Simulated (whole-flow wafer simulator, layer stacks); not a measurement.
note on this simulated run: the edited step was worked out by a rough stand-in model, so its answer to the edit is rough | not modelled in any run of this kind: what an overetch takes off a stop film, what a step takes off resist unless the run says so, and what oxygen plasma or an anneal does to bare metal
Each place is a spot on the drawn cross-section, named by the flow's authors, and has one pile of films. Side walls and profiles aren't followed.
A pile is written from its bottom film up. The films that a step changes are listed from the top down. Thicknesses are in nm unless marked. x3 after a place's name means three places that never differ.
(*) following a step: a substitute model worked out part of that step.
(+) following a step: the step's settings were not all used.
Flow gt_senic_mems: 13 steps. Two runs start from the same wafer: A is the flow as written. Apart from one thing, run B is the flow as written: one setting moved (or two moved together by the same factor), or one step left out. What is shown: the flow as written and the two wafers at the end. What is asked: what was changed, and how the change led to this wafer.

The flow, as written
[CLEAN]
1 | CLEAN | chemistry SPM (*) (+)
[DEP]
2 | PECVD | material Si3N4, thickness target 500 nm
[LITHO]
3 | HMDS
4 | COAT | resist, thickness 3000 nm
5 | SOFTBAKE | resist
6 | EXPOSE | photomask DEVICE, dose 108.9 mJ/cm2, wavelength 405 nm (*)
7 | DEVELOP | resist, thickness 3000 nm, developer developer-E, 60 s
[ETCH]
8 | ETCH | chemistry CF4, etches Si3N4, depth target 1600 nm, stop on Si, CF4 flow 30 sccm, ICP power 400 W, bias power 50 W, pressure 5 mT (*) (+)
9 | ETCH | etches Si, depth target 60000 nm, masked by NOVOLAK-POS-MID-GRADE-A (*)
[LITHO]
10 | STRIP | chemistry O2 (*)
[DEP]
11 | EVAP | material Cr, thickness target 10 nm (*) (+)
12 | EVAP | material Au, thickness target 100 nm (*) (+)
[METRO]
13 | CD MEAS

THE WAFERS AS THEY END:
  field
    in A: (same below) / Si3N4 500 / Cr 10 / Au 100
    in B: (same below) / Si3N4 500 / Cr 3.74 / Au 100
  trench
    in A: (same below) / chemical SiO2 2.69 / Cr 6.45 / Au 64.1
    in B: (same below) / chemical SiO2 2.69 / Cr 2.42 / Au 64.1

What caused this: step 11, EVAP: thickness target 3.74 nm was run, while the flow as written has thickness target 10 nm.
The wafer lets one read it off: field has Cr 3.74, and step 11 as written asks for 10 nm.

Step by step, how the change led to this:
  11 | EVAP | material Cr, thickness target 10 nm (*) (+)
      field: A Cr gains 10 (new film) | B Cr gains 3.74 (new film)
      trench: A Cr gains 6.45 (new film) | B Cr gains 2.42 (new film)
